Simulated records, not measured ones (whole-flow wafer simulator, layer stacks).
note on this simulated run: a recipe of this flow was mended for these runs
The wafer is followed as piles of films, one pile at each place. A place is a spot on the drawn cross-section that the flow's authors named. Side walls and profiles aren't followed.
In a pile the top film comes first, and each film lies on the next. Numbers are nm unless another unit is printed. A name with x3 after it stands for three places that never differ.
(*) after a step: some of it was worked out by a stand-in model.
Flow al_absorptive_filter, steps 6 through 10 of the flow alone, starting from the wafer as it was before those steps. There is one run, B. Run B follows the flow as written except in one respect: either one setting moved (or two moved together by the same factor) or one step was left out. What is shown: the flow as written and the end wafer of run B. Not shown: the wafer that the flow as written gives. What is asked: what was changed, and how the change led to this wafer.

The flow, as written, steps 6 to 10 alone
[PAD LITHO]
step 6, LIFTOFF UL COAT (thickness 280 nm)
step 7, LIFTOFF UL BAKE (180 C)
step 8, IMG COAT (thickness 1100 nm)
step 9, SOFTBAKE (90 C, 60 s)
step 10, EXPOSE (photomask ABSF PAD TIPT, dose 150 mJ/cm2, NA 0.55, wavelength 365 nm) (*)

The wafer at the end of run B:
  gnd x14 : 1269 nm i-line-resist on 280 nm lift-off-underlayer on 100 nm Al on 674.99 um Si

Cause: step 8, IMG COAT: thickness 1269 nm was run, whereas the flow has thickness 1100 nm.
The wafer itself shows it: gnd x14 has i-line-resist 1269, and step 8 as written asks for 1100 nm.

The path from the change to this, step by step:
  step 8, IMG COAT (thickness 1100 nm)
      gnd x14: i-line-resist gains 1269 (new film) (it would be, as written: i-line-resist gains 1100 (new film))
